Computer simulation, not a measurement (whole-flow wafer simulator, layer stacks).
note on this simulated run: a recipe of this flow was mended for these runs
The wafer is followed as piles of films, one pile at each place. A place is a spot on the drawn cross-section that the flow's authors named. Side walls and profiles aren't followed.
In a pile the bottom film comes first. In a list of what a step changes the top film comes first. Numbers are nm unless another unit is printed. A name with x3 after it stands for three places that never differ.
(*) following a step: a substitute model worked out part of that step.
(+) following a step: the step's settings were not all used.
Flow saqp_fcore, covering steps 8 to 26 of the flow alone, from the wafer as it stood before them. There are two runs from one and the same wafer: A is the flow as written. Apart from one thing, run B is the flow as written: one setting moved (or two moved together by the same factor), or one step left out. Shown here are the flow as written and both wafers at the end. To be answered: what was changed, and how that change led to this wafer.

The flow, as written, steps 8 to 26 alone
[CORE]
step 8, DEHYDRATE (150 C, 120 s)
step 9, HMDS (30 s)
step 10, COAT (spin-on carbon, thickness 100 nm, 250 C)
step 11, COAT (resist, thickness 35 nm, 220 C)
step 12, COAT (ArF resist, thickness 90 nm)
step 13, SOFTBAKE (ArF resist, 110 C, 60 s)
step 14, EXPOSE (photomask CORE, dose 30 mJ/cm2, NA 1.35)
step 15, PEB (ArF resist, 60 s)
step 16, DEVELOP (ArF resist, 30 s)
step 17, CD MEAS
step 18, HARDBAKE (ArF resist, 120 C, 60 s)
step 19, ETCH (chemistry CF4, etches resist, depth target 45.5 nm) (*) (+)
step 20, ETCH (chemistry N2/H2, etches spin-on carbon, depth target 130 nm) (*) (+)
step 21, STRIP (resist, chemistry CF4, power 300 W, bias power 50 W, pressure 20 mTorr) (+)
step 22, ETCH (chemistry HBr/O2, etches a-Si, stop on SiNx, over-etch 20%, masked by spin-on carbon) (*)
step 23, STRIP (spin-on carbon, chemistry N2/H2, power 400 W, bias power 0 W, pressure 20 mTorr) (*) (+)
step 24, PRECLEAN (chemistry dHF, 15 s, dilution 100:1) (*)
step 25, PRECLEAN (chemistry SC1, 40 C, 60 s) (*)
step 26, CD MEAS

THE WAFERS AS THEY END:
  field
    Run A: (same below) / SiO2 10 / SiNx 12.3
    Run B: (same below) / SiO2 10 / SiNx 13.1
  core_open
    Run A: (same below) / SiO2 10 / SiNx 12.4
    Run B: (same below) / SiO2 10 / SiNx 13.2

The reason: step 24, PRECLEAN: 6 s was run, while the flow as written has 15 s.

The path from the change to this, step by step:
  step 24, PRECLEAN (chemistry dHF, 15 s, dilution 100:1) (*)
      field, core_open: A -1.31 SiNx | B -0.53 SiNx
